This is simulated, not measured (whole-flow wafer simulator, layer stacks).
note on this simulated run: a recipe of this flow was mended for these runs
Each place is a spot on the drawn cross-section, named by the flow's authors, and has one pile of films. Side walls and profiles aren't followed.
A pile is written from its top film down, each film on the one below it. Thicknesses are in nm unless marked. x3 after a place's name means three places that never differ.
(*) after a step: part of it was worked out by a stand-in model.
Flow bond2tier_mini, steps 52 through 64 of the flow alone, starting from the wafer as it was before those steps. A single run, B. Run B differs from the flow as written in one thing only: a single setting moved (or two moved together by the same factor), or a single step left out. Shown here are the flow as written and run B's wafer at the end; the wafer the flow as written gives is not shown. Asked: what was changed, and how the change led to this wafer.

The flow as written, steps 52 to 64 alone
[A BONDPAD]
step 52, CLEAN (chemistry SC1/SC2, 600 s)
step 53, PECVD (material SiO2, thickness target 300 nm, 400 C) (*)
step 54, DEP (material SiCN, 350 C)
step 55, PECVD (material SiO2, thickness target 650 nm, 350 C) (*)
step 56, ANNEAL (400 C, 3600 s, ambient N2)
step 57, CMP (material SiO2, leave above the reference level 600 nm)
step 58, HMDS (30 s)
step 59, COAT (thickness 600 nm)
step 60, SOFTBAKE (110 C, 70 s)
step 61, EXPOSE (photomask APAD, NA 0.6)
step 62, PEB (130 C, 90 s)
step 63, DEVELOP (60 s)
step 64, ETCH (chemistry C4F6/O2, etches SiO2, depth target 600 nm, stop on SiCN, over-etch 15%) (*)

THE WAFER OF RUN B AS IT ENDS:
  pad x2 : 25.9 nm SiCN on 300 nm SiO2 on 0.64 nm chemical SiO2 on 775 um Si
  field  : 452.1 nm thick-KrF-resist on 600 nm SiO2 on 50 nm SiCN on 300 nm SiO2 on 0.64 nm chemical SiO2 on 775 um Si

Cause: step 64, ETCH: over-etch 23.8% was run, while the flow as written has over-etch 15%.

The path from the change to this, step by step:
  step 64, ETCH (chemistry C4F6/O2, etches SiO2, depth target 600 nm, stop on SiCN, over-etch 15%) (*)
      pad x2: -600 SiO2 (all of it), -24.1 SiCN (as written it would have been: -600 SiO2 (all of it), -15.2 SiCN)
      field: -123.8 thick-KrF-resist (as written it would have been: -115 thick-KrF-resist)
